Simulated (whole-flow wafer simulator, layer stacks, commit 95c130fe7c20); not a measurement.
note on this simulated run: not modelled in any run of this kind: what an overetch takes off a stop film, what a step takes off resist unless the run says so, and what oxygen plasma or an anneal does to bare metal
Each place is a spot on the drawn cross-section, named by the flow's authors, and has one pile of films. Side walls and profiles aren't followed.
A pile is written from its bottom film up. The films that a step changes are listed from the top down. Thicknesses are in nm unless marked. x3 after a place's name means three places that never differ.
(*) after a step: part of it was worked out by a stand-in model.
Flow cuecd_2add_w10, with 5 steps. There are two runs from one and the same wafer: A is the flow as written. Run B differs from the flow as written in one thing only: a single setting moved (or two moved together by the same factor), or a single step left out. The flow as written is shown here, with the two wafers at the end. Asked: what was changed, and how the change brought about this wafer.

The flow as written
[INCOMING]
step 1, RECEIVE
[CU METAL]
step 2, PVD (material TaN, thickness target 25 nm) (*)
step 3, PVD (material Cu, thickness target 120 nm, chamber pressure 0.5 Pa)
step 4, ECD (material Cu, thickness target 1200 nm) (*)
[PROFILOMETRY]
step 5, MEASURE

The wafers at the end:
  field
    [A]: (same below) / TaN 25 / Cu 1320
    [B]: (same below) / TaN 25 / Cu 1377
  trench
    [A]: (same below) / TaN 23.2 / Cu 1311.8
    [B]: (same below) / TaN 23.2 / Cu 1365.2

The reason: step 3, PVD: thickness target 177 nm was run, though the flow has thickness target 120 nm.

The path from the change to this, step by step:
  step 3, PVD (material Cu, thickness target 120 nm, chamber pressure 0.5 Pa)
      field: A +120 Cu (new film) | B +177 Cu (new film)
      trench: A +111.8 Cu (new film) | B +165.2 Cu (new film)
